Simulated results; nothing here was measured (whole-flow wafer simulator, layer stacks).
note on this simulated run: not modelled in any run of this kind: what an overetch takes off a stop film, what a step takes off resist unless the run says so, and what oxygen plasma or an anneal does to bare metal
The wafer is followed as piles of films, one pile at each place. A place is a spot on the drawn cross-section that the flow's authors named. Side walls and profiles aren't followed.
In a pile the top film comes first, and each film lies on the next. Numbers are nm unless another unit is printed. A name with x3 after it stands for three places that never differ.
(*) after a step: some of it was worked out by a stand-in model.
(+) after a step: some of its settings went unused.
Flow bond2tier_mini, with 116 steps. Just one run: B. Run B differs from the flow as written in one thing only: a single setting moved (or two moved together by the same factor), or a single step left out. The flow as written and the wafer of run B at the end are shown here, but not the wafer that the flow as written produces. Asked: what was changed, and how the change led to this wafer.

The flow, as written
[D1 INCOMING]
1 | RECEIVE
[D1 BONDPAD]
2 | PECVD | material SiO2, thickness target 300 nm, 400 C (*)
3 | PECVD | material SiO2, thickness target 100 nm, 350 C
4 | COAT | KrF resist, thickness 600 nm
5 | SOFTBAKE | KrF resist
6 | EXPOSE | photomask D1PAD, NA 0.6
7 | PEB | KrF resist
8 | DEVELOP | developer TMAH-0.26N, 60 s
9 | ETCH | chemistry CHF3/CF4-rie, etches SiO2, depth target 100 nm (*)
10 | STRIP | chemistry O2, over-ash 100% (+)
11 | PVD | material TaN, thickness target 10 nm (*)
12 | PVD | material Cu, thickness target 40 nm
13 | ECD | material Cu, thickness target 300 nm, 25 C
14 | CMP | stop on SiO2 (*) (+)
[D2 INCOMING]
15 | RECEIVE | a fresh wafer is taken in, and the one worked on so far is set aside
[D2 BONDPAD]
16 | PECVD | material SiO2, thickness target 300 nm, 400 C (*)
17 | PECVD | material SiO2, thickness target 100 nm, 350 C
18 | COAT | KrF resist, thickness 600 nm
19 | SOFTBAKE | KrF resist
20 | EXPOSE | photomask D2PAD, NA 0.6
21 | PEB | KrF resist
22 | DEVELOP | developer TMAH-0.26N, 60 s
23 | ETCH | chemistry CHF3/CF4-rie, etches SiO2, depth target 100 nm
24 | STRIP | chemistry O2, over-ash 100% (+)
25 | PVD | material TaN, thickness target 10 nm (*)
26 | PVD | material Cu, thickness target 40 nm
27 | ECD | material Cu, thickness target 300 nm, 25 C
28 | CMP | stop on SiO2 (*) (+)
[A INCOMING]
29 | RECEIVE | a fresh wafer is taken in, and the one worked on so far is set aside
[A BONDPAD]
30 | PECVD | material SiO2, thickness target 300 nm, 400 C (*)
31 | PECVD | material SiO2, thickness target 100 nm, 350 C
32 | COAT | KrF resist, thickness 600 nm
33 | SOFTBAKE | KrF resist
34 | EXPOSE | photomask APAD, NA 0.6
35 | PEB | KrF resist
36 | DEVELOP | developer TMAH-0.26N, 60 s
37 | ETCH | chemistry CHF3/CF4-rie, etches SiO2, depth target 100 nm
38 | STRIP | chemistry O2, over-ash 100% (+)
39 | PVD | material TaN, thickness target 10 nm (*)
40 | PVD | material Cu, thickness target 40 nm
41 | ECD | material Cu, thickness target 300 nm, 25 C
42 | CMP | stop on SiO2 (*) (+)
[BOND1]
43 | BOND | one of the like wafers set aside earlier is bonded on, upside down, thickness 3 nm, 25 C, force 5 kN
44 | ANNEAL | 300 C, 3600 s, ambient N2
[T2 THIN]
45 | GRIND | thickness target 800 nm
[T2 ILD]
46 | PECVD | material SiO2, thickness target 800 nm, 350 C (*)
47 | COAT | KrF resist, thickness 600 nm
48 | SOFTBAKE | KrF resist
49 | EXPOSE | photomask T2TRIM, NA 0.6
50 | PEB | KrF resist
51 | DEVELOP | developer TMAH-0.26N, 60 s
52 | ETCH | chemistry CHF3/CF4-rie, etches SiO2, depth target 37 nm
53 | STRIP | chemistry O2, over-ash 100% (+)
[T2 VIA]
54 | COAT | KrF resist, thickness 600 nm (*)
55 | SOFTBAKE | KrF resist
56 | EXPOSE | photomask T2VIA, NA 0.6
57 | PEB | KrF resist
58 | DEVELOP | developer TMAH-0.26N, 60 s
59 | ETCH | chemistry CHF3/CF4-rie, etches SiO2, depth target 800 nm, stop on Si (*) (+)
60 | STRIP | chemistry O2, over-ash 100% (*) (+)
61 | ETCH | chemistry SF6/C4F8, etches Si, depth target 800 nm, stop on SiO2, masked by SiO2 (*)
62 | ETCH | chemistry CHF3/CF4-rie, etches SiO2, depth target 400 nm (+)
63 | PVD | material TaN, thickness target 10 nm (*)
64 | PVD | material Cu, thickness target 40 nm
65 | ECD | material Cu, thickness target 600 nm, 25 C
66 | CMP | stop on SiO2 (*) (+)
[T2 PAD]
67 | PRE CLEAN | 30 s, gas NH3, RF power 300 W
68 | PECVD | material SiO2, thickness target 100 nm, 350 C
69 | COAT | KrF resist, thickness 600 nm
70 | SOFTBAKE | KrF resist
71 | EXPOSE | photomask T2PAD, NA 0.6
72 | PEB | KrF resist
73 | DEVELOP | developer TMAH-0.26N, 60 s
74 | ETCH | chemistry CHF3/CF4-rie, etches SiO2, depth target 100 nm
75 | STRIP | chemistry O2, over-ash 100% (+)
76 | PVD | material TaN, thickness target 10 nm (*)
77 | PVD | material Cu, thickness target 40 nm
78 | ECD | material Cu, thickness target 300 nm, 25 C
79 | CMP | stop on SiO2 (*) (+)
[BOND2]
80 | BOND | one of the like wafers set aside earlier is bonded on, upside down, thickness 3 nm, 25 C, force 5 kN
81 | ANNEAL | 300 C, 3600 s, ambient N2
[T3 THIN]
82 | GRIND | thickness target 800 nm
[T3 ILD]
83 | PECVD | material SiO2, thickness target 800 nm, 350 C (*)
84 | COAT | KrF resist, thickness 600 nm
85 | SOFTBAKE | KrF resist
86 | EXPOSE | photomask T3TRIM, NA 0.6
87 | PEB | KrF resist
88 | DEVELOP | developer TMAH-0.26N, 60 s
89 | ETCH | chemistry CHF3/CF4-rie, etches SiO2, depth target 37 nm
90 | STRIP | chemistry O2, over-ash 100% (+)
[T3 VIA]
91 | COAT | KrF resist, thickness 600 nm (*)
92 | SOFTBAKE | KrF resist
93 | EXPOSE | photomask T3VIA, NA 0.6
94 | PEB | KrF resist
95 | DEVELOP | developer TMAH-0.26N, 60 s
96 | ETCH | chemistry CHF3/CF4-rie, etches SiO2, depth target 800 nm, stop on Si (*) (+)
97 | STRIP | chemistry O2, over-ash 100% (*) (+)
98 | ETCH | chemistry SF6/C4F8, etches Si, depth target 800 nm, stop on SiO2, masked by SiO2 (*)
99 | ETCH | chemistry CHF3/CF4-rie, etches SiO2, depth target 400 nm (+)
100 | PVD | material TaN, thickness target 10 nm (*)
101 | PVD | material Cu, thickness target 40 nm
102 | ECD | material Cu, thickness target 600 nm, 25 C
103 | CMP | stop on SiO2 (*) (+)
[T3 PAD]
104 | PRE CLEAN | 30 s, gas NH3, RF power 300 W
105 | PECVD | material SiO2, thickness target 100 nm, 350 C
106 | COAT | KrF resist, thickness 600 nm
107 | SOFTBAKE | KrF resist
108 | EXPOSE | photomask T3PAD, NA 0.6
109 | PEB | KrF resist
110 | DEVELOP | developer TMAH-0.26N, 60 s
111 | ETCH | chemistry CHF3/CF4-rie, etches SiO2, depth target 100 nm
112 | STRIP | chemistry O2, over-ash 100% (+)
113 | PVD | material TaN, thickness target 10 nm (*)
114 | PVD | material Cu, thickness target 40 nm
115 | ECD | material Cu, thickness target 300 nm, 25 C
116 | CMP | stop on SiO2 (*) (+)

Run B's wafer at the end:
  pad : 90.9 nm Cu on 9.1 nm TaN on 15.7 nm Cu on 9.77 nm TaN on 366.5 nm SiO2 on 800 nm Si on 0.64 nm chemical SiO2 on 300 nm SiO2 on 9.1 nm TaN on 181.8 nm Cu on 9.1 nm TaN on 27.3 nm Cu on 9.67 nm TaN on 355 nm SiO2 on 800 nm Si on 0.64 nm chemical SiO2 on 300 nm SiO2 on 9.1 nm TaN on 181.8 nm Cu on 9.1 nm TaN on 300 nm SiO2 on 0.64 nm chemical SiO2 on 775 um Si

Cause: step 89, ETCH: depth target 25.5 nm was run, while the flow as written has depth target 37 nm.

How this came from the change, step by step:
  89 | ETCH | chemistry CHF3/CF4-rie, etches SiO2, depth target 37 nm
      field: -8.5 KrF resist (in the flow as written it would be: -12.3 KrF resist)
      pad: -25.5 SiO2 (in the flow as written it would be: -37 SiO2)
